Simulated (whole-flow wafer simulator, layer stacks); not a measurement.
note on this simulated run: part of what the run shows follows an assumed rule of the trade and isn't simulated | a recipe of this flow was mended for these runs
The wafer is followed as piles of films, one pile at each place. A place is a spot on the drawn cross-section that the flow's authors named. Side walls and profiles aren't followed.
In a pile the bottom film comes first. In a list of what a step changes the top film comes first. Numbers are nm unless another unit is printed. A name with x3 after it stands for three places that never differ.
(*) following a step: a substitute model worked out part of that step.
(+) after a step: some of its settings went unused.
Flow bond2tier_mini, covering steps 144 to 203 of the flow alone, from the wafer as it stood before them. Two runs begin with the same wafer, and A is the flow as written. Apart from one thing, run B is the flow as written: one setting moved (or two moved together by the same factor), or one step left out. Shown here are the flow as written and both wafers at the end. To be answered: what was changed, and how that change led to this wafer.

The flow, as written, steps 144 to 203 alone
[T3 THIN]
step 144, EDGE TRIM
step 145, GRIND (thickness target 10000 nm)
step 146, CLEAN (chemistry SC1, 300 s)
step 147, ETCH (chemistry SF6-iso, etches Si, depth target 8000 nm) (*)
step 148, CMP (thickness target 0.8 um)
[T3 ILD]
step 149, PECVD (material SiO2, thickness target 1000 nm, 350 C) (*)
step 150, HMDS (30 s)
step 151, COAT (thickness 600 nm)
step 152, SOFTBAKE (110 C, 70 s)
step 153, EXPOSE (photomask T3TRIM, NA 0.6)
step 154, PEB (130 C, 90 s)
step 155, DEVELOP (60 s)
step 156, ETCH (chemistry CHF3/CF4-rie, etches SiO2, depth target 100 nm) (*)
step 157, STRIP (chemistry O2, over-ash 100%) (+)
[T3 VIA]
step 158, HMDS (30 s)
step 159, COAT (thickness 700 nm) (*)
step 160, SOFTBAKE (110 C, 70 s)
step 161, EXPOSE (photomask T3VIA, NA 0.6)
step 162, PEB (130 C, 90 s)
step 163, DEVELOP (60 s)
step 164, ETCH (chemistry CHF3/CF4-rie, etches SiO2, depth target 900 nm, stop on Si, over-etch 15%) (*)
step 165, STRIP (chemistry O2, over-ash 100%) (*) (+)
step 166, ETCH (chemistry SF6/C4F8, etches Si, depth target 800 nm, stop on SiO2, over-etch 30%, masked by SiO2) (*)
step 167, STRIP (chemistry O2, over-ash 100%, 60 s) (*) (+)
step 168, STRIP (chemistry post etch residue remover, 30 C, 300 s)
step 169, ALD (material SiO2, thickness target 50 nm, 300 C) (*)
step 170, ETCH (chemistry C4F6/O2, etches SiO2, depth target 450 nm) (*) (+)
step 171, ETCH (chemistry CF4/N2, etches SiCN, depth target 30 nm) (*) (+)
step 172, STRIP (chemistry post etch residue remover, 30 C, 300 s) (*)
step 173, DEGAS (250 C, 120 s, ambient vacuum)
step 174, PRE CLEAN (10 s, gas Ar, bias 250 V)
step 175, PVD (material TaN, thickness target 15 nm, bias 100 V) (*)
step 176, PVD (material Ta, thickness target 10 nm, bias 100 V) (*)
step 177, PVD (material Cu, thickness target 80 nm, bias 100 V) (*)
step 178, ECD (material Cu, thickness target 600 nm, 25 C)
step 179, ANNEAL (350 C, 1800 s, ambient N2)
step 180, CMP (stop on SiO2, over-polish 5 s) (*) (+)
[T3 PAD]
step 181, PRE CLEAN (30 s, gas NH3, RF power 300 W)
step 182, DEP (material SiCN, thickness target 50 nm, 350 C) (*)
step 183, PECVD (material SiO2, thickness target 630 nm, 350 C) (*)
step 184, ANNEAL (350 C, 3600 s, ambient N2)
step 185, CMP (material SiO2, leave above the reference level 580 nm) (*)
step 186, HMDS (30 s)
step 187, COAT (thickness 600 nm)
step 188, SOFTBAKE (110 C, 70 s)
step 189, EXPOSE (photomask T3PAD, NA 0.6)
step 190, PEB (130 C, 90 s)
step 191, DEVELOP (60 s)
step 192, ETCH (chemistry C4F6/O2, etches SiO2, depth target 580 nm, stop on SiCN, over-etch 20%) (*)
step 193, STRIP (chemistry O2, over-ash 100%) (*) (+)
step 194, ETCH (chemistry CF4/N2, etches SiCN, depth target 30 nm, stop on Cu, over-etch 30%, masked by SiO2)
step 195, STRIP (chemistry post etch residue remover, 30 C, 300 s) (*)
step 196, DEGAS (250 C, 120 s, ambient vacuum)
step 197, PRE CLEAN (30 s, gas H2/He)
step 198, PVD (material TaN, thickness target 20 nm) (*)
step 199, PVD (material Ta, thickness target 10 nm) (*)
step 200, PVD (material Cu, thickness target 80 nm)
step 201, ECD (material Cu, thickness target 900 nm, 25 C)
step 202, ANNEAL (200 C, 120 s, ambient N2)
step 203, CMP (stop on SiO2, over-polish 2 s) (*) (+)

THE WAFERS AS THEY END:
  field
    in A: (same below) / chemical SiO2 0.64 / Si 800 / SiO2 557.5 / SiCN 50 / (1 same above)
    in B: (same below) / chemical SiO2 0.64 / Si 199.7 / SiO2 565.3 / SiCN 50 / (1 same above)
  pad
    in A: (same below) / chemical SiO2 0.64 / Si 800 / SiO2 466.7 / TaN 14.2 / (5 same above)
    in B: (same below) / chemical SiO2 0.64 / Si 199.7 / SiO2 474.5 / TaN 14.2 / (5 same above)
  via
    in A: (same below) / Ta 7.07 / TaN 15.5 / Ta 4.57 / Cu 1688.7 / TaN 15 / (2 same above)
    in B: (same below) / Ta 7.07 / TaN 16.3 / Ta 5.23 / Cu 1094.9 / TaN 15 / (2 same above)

What caused this: step 147, ETCH: depth target 9800 nm was run, while the flow as written has depth target 8000 nm.

How this came from the change, step by step:
  step 147, ETCH (chemistry SF6-iso, etches Si, depth target 8000 nm) (*)
      field, pad, via: A chemical SiO2 loses 0.6 (all of it), Si loses 8000 | B chemical SiO2 loses 0.6 (all of it), Si loses 9800
  step 148, CMP (thickness target 0.8 um)
      field, pad, via: A Si loses 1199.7 | B nothing
  step 166, ETCH (chemistry SF6/C4F8, etches Si, depth target 800 nm, stop on SiO2, over-etch 30%, masked by SiO2) (*)
      field, pad: A SiO2 loses 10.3 | B SiO2 loses 2.45
      via: A Si loses 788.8 (all of it), chemical SiO2 loses 0.64 (all of it), SiO2 loses 1.87 | B Si loses 188.5 (all of it), chemical SiO2 loses 0.64 (all of it), SiO2 loses 7.87
  step 170, ETCH (chemistry C4F6/O2, etches SiO2, depth target 450 nm) (*) (+)
      via: A SiO2 loses 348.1 (all of it), SiCN loses 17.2 | B SiO2 loses 342.1 (all of it), SiCN loses 18.2
  step 171, ETCH (chemistry CF4/N2, etches SiCN, depth target 30 nm) (*) (+)
      via: A SiCN loses 17.6 (all of it), TaN loses 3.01 | B SiCN loses 16.6 (all of it), TaN loses 3.26
  step 175, PVD (material TaN, thickness target 15 nm, bias 100 V) (*)
      via: A TaN gains 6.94 | B TaN gains 7.92
  step 176, PVD (material Ta, thickness target 10 nm, bias 100 V) (*)
      via: A Ta gains 4.57 (new film) | B Ta gains 5.23 (new film)
  step 177, PVD (material Cu, thickness target 80 nm, bias 100 V) (*)
      via: A Cu gains 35 (new film) | B Cu gains 40.5 (new film)
  step 178, ECD (material Cu, thickness target 600 nm, 25 C)
      via: A Cu gains 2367 | B Cu gains 1767.6
